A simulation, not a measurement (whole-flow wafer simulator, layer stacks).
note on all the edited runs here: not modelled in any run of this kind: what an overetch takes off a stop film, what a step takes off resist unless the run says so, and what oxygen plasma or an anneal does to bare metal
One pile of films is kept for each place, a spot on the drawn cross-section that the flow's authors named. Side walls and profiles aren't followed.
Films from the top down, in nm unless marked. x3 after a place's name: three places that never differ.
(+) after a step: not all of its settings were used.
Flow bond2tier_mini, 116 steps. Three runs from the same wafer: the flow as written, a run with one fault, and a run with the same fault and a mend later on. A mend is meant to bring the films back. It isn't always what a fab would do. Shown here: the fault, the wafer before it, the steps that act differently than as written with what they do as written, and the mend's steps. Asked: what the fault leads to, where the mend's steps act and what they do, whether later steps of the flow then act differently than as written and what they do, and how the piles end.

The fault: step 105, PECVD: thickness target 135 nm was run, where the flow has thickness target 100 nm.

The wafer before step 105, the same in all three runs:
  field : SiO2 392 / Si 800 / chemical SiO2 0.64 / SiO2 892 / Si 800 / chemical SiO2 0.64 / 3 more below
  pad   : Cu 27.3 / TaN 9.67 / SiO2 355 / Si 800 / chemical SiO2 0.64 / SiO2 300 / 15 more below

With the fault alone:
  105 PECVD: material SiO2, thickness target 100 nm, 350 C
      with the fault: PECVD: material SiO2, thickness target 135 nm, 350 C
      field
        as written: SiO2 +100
        with the fault: SiO2 +135
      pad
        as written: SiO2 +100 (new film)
        with the fault: SiO2 +135 (new film)
  Later steps of the flow that act differently than as written:
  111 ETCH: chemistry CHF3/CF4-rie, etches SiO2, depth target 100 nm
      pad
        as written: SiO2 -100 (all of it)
        with the fault: SiO2 -100
  At the end the piles differ from the flow's by more than 2% or 0.5 nm, whichever is larger, at field, pad.
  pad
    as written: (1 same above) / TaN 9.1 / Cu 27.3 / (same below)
    with the fault: (1 same above) / TaN 9.1 / SiO2 35 / Cu 27.3 / (same below)
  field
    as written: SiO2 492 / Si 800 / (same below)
    with the fault: SiO2 527 / Si 800 / (same below)

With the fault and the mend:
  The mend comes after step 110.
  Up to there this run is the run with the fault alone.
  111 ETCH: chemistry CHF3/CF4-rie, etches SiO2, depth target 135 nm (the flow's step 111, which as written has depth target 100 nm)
      field
        KrF resist -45
      pad
        SiO2 -135 (all of it)
  Later steps of the flow that act differently than as written (1 more step differs only slightly, by at most 2% or 0.5 nm, whichever is larger, and isn't shown):
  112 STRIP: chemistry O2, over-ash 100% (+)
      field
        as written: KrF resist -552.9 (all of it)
        with the mend: KrF resist -541.3 (all of it)
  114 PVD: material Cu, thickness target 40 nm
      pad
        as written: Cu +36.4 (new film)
        with the mend: Cu +35.2 (new film)
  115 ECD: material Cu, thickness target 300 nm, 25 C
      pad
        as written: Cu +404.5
        with the mend: Cu +441
  At the end the piles differ from the flow's by more than 2% or 0.5 nm, whichever is larger, at field, pad.
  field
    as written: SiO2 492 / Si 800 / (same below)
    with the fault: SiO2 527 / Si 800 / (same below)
    with the mend: SiO2 527 / Si 800 / (same below)
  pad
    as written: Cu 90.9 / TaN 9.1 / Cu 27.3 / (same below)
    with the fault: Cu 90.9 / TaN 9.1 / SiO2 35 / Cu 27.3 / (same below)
    with the mend: Cu 126.2 / TaN 8.81 / Cu 27.3 / (same below)
